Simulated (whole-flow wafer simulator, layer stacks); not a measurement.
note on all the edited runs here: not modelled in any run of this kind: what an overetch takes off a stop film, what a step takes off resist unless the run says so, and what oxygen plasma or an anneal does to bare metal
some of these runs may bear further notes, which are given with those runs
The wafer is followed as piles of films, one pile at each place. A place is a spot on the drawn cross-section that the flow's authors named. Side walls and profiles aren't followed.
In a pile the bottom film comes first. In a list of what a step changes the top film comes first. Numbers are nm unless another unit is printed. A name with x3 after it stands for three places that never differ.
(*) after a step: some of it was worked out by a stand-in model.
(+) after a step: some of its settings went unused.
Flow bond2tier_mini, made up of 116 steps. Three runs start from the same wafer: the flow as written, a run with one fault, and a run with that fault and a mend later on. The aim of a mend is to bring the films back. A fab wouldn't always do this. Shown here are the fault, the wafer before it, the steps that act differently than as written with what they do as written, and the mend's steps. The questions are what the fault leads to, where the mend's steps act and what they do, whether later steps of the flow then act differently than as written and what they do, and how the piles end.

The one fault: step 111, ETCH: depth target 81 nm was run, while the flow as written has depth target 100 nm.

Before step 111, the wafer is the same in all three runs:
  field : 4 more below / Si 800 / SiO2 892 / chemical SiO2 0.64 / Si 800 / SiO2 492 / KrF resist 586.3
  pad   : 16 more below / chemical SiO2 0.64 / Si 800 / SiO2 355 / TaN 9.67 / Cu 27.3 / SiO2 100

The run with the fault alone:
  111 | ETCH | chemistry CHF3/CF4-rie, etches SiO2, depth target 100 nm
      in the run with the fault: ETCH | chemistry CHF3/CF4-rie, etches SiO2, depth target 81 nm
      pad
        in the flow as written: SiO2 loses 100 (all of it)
        in the run with the fault: SiO2 loses 81
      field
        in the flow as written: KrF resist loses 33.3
        in the run with the fault: KrF resist loses 27
  Steps later in the flow that act otherwise than as written (3 other steps are not shown; they differ only slightly, by no more than 2% or 0.5 nm, whichever is larger):
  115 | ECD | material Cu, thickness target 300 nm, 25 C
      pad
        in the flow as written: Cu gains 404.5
        in the run with the fault: Cu gains 384.7
  At pad, the piles at the end differ from the flow's by more than 2% or 0.5 nm, whichever is larger.
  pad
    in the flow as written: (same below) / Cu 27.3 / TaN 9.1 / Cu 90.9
    in the run with the fault: (same below) / Cu 27.3 / SiO2 19 / TaN 9.27 / Cu 71.7

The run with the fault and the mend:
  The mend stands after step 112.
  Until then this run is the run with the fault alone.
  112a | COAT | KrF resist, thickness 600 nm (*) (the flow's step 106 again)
      field
        KrF resist gains 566 (new film)
      pad
        KrF resist gains 635.6 (new film)
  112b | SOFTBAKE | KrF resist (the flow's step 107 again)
      does not change any film at any place that is followed
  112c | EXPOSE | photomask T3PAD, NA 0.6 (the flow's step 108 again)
      does not change any film at any place that is followed
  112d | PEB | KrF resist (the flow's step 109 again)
      does not change any film at any place that is followed
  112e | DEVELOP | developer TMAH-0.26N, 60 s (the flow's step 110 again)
      field
        KrF resist loses 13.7
      pad
        KrF resist loses 635.6 (all of it)
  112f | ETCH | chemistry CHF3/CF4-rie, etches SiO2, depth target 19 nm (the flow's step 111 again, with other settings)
      field
        KrF resist loses 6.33
      pad
        SiO2 loses 19 (all of it)
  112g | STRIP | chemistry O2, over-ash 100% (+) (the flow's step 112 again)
      field
        KrF resist loses 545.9 (all of it)
  Later steps of the flow that are run all act as written at every place that is followed.
  At every place that both follow, the piles at the end match the flow's.
